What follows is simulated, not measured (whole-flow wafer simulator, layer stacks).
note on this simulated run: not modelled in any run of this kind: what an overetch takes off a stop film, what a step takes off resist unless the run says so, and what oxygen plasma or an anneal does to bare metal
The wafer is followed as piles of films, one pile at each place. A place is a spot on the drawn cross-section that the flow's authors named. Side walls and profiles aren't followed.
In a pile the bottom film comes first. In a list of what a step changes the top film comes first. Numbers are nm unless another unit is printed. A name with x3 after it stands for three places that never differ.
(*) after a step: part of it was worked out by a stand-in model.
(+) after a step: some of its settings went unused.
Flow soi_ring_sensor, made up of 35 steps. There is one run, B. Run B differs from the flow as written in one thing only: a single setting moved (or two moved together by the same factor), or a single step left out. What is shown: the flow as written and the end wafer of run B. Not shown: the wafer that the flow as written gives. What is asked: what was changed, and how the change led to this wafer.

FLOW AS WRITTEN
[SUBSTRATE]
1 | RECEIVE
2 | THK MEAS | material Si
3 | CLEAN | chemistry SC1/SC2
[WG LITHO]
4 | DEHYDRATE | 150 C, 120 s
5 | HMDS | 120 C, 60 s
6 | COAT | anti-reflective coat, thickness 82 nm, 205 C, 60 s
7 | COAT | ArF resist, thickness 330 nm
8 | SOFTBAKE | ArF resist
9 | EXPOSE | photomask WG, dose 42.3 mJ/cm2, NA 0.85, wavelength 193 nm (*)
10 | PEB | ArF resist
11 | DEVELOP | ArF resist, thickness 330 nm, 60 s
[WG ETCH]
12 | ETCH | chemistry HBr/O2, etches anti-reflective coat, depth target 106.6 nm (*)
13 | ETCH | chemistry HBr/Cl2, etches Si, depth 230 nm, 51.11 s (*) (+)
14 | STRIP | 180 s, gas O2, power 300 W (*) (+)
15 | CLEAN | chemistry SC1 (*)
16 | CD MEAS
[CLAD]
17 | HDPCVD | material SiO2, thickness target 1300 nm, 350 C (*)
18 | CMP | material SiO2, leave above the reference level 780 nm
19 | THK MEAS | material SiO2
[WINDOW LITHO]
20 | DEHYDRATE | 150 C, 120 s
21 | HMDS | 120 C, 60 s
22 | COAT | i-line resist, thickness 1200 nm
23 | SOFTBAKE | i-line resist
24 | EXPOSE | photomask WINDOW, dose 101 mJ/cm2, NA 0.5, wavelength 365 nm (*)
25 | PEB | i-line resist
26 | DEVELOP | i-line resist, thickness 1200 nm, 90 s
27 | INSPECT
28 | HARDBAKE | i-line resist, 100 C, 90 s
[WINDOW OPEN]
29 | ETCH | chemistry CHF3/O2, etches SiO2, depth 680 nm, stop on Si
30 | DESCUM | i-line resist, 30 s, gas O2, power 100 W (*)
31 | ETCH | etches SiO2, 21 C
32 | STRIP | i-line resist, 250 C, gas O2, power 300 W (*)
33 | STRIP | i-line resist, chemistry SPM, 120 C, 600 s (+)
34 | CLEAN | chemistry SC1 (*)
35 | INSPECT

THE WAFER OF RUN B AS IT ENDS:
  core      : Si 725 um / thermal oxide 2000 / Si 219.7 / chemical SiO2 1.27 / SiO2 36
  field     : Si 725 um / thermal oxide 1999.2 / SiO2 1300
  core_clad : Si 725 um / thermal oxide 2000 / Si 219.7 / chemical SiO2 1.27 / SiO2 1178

Cause: step 18, CMP: leave above the reference level 1178 nm was run, while the flow as written has leave above the reference level 780 nm.
The wafer lets one read it off: core_clad has SiO2 1178, and step 18 as written asks for 780 nm.

The path from the change to this, step by step:
  18 | CMP | material SiO2, leave above the reference level 780 nm
      gap, window, field, gap_clad: nothing (as written it would have been: SiO2 loses 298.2)
      core, core_clad: SiO2 loses 122 (as written it would have been: SiO2 loses 520)
  22 | COAT | i-line resist, thickness 1200 nm
      core, core_clad: i-line resist gains 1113 (new film) (as written it would have been: i-line resist gains 1200 (new film))
  23 | SOFTBAKE | i-line resist
      core, core_clad: i-line resist loses 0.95 (as written it would have been: nothing)
      gap, gap_clad: i-line resist loses 1.21 (as written it would have been: nothing)
  25 | PEB | i-line resist
      core, core_clad: i-line resist loses 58 (as written it would have been: i-line resist loses 62.8)
  26 | DEVELOP | i-line resist, thickness 1200 nm, 90 s
      core: i-line resist loses 1054 (all of it) (as written it would have been: i-line resist loses 1137.2 (all of it))
  31 | ETCH | etches SiO2, 21 C
      core: SiO2 loses 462 (as written it would have been: SiO2 loses 100 (all of it), chemical SiO2 loses 1.27 (all of it))
  32 | STRIP | i-line resist, 250 C, gas O2, power 300 W (*)
      core: nothing (as written it would have been: chemical SiO2 gains 1.23 (new film), Si loses 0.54)
      core_clad: i-line resist loses 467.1 (all of it) (as written it would have been: i-line resist loses 550.1 (all of it))
